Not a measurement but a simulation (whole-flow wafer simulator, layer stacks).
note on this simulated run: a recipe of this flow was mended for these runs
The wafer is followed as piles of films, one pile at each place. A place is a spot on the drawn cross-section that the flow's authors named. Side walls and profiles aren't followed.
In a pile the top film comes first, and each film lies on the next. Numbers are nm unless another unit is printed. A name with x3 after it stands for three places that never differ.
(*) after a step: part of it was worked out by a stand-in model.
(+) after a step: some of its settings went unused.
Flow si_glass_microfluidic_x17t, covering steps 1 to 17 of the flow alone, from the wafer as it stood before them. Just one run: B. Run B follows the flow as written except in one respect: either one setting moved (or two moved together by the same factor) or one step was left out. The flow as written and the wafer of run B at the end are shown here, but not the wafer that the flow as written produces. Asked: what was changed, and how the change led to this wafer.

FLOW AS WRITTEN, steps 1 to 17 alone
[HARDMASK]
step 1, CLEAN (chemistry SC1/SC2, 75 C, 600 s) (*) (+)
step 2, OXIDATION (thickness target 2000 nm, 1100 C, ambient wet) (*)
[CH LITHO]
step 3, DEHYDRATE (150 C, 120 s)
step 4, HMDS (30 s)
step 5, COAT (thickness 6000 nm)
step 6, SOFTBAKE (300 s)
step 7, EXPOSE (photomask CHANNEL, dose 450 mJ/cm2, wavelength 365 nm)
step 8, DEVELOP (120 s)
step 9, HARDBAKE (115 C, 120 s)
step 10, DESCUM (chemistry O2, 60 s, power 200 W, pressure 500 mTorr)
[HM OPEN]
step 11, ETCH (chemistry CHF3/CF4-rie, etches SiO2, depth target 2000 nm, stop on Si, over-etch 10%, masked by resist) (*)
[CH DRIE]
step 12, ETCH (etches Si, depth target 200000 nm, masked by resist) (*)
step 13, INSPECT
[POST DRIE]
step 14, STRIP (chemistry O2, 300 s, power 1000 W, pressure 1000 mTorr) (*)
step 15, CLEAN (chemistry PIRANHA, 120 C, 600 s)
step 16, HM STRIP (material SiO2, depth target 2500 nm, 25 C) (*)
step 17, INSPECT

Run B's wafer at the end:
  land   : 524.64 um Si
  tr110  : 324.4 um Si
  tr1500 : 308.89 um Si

Cause: step 2, OXIDATION: thickness target 800 nm was run, while the flow as written has thickness target 2000 nm.

How this came from the change, step by step:
  step 2, OXIDATION (thickness target 2000 nm, 1100 C, ambient wet) (*)
      land, tr110, tr1500, tr15: +800 SiO2 (new film), -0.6 chemical SiO2 (all of it), -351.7 Si (as written it would have been: +2000 SiO2 (new film), -0.6 chemical SiO2 (all of it), -879.7 Si)
  step 11, ETCH (chemistry CHF3/CF4-rie, etches SiO2, depth target 2000 nm, stop on Si, over-etch 10%, masked by resist) (*)
      tr110, tr1500, tr15: -800 SiO2 (all of it), -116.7 Si (as written it would have been: -2000 SiO2 (all of it), -16.7 Si)
      land: -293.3 thick-i-line-resist (as written it would have been: -733.3 thick-i-line-resist)
  step 12, ETCH (etches Si, depth target 200000 nm, masked by resist) (*)
      tr1500: -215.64 um Si (as written it would have been: -215.73 um Si)
      tr15: -150.23 um Si (as written it would have been: -149.99 um Si)
  step 14, STRIP (chemistry O2, 300 s, power 1000 W, pressure 1000 mTorr) (*)
      land: -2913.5 thick-i-line-resist (all of it) (as written it would have been: -2472.3 thick-i-line-resist (all of it))
  step 16, HM STRIP (material SiO2, depth target 2500 nm, 25 C) (*)
      land: -800 SiO2 (all of it) (as written it would have been: -2000 SiO2 (all of it))
